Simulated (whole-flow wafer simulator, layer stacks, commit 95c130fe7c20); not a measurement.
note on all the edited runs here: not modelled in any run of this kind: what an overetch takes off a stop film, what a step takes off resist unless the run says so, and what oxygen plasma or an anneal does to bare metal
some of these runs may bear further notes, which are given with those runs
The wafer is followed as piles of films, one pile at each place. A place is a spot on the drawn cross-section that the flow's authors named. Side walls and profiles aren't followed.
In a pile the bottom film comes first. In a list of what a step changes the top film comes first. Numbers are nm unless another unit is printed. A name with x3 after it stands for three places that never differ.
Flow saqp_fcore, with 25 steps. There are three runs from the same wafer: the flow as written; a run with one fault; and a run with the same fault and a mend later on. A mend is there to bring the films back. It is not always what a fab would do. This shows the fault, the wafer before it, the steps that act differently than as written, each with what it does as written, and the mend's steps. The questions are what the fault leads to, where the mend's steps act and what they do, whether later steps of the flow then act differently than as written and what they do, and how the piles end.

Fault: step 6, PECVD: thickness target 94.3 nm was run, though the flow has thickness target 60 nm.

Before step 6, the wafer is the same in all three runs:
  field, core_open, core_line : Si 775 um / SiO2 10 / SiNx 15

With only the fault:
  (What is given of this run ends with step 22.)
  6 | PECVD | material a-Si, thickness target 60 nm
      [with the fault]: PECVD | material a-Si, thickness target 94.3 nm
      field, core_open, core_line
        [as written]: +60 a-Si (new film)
        [with the fault]: +94.3 a-Si (new film)
  Later steps of the flow up to step 22 that are run all act as written at every place that is followed.
  The piles after step 22 differ from the flow's at field, core_open, core_line by more than 2% or 0.5 nm, whichever is larger.
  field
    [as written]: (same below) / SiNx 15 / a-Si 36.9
    [with the fault]: (same below) / SiNx 15 / a-Si 71.2
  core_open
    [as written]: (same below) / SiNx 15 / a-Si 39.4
    [with the fault]: (same below) / SiNx 15 / a-Si 73.7
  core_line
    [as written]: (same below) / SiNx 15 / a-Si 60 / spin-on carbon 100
    [with the fault]: (same below) / SiNx 15 / a-Si 94.3 / spin-on carbon 100

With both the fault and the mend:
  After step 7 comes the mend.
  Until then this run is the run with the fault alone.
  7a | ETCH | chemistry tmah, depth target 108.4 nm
      field, core_open, core_line
        -94.3 a-Si (all of it)
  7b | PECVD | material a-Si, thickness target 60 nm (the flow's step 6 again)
      field, core_open, core_line
        +60 a-Si (new film)
  Later steps of the flow that are run all act as written at every place that is followed.
  By the end, the piles equal the flow's at every place that both follow.
